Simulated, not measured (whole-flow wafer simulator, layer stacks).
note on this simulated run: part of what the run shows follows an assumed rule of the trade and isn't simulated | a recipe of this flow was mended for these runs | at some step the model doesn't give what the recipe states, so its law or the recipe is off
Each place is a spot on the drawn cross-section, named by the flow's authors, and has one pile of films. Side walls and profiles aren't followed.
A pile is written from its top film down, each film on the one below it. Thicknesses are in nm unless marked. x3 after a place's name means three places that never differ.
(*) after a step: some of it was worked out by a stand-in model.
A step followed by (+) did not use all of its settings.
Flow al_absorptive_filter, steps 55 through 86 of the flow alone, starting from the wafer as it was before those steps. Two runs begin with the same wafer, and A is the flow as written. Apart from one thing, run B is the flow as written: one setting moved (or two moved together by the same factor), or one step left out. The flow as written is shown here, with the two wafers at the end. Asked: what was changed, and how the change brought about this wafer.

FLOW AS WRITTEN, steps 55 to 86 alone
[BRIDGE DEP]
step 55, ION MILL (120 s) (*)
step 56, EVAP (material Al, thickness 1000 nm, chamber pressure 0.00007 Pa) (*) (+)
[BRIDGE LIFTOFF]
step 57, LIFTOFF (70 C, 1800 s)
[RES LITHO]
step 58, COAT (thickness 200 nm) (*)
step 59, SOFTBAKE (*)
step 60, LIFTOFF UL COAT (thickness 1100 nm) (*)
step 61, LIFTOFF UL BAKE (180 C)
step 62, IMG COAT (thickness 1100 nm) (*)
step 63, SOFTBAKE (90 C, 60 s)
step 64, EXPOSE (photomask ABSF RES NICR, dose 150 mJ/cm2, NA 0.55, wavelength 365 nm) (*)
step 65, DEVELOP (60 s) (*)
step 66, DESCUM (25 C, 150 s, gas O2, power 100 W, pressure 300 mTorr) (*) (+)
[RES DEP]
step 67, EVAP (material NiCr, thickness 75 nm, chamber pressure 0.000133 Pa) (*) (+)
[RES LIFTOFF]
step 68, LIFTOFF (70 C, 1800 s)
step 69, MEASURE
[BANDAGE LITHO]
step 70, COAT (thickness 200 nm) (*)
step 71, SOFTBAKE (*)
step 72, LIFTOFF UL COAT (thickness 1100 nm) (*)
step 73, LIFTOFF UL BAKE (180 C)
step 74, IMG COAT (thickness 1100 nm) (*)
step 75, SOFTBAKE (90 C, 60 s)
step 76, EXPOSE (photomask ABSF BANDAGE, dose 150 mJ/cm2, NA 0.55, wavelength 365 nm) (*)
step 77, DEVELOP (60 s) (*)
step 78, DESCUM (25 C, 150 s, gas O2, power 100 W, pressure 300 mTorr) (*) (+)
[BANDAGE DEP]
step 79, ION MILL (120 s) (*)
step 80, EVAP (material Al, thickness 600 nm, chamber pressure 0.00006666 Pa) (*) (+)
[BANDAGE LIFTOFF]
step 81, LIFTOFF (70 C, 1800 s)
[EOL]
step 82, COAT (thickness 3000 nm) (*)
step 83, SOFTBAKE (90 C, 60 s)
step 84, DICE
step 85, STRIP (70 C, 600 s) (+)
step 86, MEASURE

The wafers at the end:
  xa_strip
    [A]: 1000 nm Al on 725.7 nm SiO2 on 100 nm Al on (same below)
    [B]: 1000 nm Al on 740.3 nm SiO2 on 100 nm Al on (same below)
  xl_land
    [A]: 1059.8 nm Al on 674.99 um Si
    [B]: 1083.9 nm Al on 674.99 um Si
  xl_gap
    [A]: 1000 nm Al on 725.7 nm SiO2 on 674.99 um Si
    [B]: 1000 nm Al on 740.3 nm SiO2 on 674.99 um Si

Cause: step 55, ION MILL: 48 s was run, whereas the flow has 120 s.

Step by step, how the change led to this:
  step 55, ION MILL (120 s) (*)
      gnd, pad_far, pad_near and 7 more: A -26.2 i-line-resist | B -10.5 i-line-resist
      xa_strip, xl_gap, xl_turn: A -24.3 SiO2 | B -9.71 SiO2
      (and at 1 other place as well)
